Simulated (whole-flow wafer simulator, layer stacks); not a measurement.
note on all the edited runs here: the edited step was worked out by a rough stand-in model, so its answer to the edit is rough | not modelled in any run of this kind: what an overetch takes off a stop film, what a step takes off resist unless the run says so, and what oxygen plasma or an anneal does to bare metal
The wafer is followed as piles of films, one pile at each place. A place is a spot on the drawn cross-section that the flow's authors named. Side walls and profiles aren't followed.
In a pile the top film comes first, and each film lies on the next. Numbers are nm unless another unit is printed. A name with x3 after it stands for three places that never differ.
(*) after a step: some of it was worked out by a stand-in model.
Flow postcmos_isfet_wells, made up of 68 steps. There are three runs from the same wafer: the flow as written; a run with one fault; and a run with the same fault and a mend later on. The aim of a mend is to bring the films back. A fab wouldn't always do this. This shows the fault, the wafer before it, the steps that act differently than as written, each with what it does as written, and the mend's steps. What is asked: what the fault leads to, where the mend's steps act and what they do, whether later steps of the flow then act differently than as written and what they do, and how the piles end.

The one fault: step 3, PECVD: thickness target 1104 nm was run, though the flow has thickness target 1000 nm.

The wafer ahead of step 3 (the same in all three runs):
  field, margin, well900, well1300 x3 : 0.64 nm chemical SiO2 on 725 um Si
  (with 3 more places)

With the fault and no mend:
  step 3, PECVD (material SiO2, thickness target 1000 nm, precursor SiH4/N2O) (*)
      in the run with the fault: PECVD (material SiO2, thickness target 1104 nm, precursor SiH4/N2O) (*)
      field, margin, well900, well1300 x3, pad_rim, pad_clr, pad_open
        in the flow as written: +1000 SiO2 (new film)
        in the run with the fault: +1104 SiO2 (new film)
  Later steps of the flow that are run all act as written at every place that is followed.
  The piles end different from the flow's at field, margin, well900, well1300 x3, pad_rim, pad_clr, pad_open by more than 2% or 0.5 nm, whichever is larger.
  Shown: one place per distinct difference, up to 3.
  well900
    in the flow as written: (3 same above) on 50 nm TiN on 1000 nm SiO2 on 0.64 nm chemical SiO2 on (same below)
    in the run with the fault: (3 same above) on 50 nm TiN on 1104 nm SiO2 on 0.64 nm chemical SiO2 on (same below)
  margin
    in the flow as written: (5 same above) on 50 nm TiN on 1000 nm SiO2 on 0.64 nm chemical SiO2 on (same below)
    in the run with the fault: (5 same above) on 50 nm TiN on 1104 nm SiO2 on 0.64 nm chemical SiO2 on (same below)
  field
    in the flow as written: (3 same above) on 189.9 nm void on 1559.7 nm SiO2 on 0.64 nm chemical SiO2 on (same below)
    in the run with the fault: (3 same above) on 189.9 nm void on 1663.7 nm SiO2 on 0.64 nm chemical SiO2 on (same below)

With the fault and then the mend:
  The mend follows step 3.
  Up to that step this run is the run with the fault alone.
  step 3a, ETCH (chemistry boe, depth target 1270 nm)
      field, margin, well900, well1300 x3, pad_rim, pad_clr, pad_open
        -1104 SiO2 (all of it), -0.64 chemical SiO2 (all of it)
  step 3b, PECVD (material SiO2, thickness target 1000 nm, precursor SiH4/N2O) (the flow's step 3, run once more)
      field, margin, well900, well1300 x3, pad_rim, pad_clr, pad_open
        +1000 SiO2 (new film)
  Later steps of the flow that are run all act as written at every place that is followed.
  The piles end different from the flow's at field, margin, well900, well1300 x3, pad_rim, pad_clr, pad_open by more than 2% or 0.5 nm, whichever is larger.
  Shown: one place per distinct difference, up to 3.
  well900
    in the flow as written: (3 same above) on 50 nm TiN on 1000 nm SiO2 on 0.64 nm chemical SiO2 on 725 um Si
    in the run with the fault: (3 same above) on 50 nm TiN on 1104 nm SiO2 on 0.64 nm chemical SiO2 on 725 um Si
    in the run with the mend: (3 same above) on 50 nm TiN on 1000 nm SiO2 on 725 um Si
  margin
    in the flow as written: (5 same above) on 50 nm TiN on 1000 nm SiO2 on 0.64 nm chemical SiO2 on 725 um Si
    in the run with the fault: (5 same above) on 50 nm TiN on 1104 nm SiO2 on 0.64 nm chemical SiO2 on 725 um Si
    in the run with the mend: (5 same above) on 50 nm TiN on 1000 nm SiO2 on 725 um Si
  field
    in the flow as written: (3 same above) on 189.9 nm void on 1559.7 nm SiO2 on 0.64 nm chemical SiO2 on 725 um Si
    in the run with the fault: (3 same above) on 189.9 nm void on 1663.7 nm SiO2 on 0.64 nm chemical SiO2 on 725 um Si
    in the run with the mend: (3 same above) on 189.9 nm void on 1559.7 nm SiO2 on 725 um Si
